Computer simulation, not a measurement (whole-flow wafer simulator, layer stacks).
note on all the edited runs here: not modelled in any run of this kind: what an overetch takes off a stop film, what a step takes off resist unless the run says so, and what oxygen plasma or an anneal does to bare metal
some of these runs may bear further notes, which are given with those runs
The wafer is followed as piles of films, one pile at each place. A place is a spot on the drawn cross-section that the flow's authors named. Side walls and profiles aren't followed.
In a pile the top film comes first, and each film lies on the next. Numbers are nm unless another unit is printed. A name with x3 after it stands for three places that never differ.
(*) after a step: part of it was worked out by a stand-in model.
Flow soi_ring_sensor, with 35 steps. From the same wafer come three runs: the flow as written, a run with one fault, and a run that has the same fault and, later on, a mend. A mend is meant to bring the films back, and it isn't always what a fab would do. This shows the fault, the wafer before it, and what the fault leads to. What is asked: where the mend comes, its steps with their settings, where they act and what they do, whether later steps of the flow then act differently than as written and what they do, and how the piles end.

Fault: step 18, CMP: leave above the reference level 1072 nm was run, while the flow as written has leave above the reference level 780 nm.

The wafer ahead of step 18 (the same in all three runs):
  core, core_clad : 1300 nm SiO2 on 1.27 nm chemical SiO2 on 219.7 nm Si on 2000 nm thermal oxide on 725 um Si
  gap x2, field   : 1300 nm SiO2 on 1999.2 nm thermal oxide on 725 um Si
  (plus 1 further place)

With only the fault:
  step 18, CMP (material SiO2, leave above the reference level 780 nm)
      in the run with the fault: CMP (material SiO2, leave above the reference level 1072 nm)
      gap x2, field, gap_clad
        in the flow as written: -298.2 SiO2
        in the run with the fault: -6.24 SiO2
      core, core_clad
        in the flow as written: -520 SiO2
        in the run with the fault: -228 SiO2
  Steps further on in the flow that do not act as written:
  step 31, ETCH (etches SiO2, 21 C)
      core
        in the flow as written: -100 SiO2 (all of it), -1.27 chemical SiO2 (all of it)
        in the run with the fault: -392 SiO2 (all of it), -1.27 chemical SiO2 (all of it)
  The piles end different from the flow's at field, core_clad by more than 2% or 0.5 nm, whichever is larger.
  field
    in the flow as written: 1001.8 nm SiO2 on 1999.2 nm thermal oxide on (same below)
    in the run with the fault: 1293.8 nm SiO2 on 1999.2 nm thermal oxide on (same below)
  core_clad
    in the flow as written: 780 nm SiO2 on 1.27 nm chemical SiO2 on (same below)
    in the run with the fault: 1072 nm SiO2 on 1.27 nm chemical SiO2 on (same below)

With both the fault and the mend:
  The mend stands after step 27.
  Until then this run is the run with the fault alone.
  step 27a, STRIP (i-line resist, 250 C, gas O2, power 300 W) (*)
      field, core_clad, gap_clad
        -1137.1 i-line resist (all of it)
  step 27b, CMP (material SiO2, leave above the reference level 780 nm) (the flow's step 18 again)
      core, gap x2, field, core_clad, gap_clad
        -292 SiO2
  step 27c, HMDS (120 C, 60 s) (the flow's step 21 again)
      leaves every film unchanged at each place that is followed
  step 27d, COAT (i-line resist, thickness 1200 nm) (the flow's step 22 again)
      core, gap x2, field, core_clad, gap_clad
        +1200 i-line resist (new film)
  step 27e, SOFTBAKE (i-line resist) (the flow's step 23 again)
      leaves every film unchanged at each place that is followed
  step 27f, EXPOSE (photomask WINDOW, dose 101 mJ/cm2, NA 0.5, wavelength 365 nm) (*) (the flow's step 24 again)
      leaves every film unchanged at each place that is followed
  step 27g, PEB (i-line resist) (the flow's step 25 again)
      core, gap x2, field, core_clad, gap_clad
        -62.8 i-line resist
  step 27h, DEVELOP (i-line resist, thickness 1200 nm, 90 s) (the flow's step 26 again)
      core, gap x2
        -1137.2 i-line resist (all of it)
      field, core_clad, gap_clad
        -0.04 i-line resist
  None of the later steps of the flow acts differently than as written at any place that is followed.
  By the end, the piles equal the flow's at every place that both follow.
